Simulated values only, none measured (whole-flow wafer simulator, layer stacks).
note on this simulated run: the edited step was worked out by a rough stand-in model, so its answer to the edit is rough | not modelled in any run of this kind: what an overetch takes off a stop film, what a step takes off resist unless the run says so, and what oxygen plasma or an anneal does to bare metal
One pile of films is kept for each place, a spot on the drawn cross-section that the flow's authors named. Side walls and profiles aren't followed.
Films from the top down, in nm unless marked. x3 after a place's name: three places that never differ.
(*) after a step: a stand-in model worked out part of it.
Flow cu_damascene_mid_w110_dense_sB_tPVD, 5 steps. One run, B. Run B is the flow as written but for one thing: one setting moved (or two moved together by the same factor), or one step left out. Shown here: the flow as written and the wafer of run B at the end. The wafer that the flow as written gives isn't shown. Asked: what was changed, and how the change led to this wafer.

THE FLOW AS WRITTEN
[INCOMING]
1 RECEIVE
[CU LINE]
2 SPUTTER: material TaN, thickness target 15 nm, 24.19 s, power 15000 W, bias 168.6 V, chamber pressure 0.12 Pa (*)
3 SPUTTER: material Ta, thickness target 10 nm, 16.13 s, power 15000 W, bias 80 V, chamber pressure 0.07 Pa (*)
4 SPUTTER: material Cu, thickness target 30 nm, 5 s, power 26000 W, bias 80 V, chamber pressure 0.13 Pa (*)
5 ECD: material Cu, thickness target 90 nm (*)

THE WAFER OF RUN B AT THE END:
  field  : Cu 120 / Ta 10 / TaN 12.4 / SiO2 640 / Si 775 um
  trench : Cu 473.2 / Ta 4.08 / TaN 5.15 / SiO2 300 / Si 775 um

The cause: step 2, SPUTTER: thickness target 12.4 nm was run, where the flow has thickness target 15 nm; step 2, SPUTTER: 19.96 s was run, where the flow has 24.19 s.
It can be read off the wafer: field has TaN 12.4, and step 2 as written asks for 15 nm.

How the change led to this, step by step:
  2 SPUTTER: material TaN, thickness target 15 nm, 24.19 s, power 15000 W, bias 168.6 V, chamber pressure 0.12 Pa (*)
      field: TaN +12.4 (new film) (as written it would be: TaN +15 (new film))
      trench: TaN +5.15 (new film) (as written it would be: TaN +6.23 (new film))
